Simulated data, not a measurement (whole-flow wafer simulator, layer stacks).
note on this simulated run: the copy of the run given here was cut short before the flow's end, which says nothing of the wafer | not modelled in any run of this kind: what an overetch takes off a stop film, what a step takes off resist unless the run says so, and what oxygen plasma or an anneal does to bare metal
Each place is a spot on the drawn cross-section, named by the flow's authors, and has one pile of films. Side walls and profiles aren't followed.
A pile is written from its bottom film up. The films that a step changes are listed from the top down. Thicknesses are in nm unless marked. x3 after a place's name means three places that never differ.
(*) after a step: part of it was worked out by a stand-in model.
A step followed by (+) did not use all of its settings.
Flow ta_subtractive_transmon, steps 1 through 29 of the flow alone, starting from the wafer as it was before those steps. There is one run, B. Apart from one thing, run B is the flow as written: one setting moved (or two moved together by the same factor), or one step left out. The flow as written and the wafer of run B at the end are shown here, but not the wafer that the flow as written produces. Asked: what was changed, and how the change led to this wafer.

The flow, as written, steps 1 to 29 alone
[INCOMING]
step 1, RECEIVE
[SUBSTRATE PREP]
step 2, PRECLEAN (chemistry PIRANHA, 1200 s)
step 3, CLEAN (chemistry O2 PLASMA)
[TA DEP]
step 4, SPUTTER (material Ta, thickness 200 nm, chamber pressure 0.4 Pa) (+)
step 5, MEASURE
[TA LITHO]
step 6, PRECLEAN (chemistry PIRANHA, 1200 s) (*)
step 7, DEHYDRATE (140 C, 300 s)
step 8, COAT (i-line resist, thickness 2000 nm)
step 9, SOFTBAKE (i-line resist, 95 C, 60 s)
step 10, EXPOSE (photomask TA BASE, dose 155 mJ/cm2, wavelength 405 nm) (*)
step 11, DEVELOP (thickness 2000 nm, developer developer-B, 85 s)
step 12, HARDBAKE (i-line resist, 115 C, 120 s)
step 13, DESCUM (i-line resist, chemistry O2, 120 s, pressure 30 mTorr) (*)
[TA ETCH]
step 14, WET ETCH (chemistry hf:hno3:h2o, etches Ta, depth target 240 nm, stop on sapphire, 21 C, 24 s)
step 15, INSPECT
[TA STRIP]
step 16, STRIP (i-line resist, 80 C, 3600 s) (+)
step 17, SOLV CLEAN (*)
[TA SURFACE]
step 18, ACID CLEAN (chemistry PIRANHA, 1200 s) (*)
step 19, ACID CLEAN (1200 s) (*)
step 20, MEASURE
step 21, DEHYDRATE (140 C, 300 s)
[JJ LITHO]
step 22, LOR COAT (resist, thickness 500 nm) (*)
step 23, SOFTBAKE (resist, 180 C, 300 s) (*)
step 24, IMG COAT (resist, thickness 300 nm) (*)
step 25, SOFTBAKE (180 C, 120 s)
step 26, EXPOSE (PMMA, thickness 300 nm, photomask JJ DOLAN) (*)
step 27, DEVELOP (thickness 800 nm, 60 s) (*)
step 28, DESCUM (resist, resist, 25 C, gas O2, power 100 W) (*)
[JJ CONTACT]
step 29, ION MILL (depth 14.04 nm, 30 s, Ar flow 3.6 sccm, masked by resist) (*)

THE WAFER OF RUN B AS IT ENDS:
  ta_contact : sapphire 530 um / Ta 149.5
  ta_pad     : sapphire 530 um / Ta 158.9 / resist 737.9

The reason: step 4, SPUTTER: thickness 159.2 nm was run, though the flow has thickness 200 nm.

Step by step, how the change led to this:
  step 4, SPUTTER (material Ta, thickness 200 nm, chamber pressure 0.4 Pa) (+)
      field x2, jj_line, lead, ta_contact, ta_pad: +159.2 Ta (new film) (it would be, as written: +200 Ta (new film))
  step 14, WET ETCH (chemistry hf:hno3:h2o, etches Ta, depth target 240 nm, stop on sapphire, 21 C, 24 s)
      field x2, jj_line, lead: -159.2 Ta (all of it) (it would be, as written: -200 Ta (all of it))
  step 22, LOR COAT (resist, thickness 500 nm) (*)
      ta_contact: +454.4 resist (new film) (it would be, as written: +443.8 resist (new film))
